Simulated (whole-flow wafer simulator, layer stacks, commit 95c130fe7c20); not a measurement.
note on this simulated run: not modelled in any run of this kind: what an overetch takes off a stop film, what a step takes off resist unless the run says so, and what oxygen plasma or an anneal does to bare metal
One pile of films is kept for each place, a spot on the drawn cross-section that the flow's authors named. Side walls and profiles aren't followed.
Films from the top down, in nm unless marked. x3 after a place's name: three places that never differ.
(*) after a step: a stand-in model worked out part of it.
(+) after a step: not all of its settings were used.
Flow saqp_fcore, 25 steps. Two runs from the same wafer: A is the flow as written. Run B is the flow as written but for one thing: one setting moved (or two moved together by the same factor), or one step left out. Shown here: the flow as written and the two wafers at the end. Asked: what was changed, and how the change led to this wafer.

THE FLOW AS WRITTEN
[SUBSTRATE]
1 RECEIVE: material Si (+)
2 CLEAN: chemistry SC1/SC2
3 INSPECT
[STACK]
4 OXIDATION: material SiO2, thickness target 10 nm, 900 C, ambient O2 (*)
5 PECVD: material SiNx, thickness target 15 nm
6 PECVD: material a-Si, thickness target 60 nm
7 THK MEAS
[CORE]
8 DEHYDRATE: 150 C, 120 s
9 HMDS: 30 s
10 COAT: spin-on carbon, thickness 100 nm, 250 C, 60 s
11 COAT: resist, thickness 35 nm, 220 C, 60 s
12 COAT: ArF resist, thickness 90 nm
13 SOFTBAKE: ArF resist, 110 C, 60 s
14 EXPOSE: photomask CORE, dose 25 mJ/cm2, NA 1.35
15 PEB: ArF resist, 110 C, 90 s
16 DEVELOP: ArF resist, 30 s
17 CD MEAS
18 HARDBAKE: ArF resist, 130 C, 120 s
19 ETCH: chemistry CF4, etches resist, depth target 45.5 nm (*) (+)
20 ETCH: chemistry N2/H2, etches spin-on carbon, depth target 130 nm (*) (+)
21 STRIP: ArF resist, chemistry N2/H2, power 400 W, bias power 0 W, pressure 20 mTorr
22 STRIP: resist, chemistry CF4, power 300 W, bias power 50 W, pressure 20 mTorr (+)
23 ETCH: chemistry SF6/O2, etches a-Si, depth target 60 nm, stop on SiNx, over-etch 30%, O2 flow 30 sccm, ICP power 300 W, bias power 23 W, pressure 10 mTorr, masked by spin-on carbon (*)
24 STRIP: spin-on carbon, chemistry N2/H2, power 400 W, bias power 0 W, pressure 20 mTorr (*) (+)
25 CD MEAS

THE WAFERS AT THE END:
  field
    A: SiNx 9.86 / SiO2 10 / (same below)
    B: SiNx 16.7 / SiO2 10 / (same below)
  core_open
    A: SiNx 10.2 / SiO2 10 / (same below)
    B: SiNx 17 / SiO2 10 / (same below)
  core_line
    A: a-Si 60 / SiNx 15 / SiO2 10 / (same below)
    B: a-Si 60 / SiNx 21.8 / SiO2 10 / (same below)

The cause: step 5, PECVD: thickness target 21.8 nm was run, where the flow has thickness target 15 nm.
It can be read off the wafer: core_line has SiNx 21.8, and step 5 as written asks for 15 nm.

How the change led to this, step by step:
  5 PECVD: material SiNx, thickness target 15 nm
      field, core_open, core_line: A SiNx +15 (new film) | B SiNx +21.8 (new film)
